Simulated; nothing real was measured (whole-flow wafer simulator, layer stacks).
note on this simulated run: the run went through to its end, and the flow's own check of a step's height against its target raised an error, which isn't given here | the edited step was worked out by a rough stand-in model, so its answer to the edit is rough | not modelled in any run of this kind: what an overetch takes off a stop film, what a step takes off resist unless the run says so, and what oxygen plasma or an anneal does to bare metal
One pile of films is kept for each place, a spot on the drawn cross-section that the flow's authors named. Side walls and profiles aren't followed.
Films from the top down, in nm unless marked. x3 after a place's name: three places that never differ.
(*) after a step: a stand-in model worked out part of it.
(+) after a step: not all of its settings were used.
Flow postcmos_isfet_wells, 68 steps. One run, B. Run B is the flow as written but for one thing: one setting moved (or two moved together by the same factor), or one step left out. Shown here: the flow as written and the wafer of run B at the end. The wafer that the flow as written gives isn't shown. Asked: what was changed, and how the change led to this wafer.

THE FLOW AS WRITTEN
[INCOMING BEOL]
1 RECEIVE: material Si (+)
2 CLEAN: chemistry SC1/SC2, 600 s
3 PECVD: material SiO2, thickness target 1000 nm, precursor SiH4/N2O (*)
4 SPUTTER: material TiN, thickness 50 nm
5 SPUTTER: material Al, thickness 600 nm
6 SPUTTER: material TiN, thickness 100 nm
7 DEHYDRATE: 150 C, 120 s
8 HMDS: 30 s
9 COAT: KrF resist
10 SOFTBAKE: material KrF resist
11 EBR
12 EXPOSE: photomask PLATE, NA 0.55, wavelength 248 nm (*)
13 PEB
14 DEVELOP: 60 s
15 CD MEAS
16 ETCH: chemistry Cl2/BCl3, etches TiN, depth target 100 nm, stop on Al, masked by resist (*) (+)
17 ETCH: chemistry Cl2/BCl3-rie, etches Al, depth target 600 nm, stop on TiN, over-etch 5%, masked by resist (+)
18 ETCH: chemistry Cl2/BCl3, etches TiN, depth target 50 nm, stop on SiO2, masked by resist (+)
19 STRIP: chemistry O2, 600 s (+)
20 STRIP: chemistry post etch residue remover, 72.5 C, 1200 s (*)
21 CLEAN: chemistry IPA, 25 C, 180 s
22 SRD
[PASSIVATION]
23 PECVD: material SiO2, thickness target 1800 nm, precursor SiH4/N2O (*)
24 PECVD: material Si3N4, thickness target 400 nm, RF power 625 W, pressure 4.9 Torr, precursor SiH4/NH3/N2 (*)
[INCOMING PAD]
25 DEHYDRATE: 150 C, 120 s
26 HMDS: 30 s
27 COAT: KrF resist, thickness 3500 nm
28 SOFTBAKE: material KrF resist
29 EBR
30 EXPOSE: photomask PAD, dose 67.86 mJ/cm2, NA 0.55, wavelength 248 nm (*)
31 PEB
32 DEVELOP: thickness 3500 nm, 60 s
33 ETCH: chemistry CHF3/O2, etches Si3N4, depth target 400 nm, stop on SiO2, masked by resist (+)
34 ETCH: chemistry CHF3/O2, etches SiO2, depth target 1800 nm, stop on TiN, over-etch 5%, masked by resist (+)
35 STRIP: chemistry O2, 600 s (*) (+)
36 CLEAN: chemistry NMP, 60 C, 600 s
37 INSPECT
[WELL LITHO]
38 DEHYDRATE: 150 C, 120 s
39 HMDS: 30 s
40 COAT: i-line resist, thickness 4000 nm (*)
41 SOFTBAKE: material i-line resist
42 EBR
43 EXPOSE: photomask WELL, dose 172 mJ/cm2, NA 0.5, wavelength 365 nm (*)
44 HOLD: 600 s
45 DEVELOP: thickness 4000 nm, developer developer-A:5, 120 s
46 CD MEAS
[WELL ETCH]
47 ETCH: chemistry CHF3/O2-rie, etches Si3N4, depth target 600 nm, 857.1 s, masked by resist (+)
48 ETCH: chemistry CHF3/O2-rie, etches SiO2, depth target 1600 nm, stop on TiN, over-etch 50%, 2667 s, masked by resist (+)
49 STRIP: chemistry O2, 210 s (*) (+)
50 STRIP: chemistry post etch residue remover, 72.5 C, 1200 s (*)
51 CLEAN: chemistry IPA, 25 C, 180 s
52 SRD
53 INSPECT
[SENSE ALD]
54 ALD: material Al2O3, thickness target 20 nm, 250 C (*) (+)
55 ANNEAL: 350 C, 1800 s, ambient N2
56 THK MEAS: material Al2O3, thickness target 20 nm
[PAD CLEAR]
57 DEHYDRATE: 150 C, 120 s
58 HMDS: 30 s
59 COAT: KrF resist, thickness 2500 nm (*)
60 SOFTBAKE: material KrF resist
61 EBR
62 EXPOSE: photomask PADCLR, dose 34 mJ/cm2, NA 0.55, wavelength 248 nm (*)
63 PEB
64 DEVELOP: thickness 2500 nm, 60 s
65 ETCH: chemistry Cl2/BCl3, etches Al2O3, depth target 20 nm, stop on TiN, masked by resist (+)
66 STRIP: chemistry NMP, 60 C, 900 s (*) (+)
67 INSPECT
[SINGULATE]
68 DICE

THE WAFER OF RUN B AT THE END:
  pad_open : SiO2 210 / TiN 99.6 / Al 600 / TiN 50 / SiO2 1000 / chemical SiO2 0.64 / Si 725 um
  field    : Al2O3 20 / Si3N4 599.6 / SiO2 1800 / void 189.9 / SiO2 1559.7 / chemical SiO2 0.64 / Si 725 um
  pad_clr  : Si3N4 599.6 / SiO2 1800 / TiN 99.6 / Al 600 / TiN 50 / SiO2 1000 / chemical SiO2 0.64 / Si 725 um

The cause: step 24, PECVD: thickness target 600 nm was run, where the flow has thickness target 400 nm.

How the change led to this, step by step:
  24 PECVD: material Si3N4, thickness target 400 nm, RF power 625 W, pressure 4.9 Torr, precursor SiH4/NH3/N2 (*)
      field, margin, well900, well1300 x3, pad_rim, pad_clr, pad_open: Si3N4 +600 (new film) (as written it would be: Si3N4 +400 (new film))
  33 ETCH: chemistry CHF3/O2, etches Si3N4, depth target 400 nm, stop on SiO2, masked by resist (+)
      pad_open: Si3N4 -400 (as written it would be: Si3N4 -400 (all of it))
  34 ETCH: chemistry CHF3/O2, etches SiO2, depth target 1800 nm, stop on TiN, over-etch 5%, masked by resist (+)
      pad_open: Si3N4 -200 (all of it), SiO2 -1590 (as written it would be: SiO2 -1800 (all of it))
  47 ETCH: chemistry CHF3/O2-rie, etches Si3N4, depth target 600 nm, 857.1 s, masked by resist (+)
      well900, well1300 x3: Si3N4 -600 (all of it) (as written it would be: Si3N4 -400 (all of it), SiO2 -200)
  48 ETCH: chemistry CHF3/O2-rie, etches SiO2, depth target 1600 nm, stop on TiN, over-etch 50%, 2667 s, masked by resist (+)
      well900, well1300 x3: SiO2 -1800 (all of it) (as written it would be: SiO2 -1600 (all of it))
  59 COAT: KrF resist, thickness 2500 nm (*)
      field: KrF resist +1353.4 (new film) (as written it would be: KrF resist +1449 (new film))
      margin: KrF resist +1353.4 (new film) (as written it would be: KrF resist +1448.9 (new film))
  63 PEB
      field, margin: KrF resist -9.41 (as written it would be: KrF resist -10.1)
  66 STRIP: chemistry NMP, 60 C, 900 s (*) (+)
      field: KrF resist -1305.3 (all of it) (as written it would be: KrF resist -1400.1 (all of it))
      margin: KrF resist -1305.2 (all of it) (as written it would be: KrF resist -1400.1 (all of it))
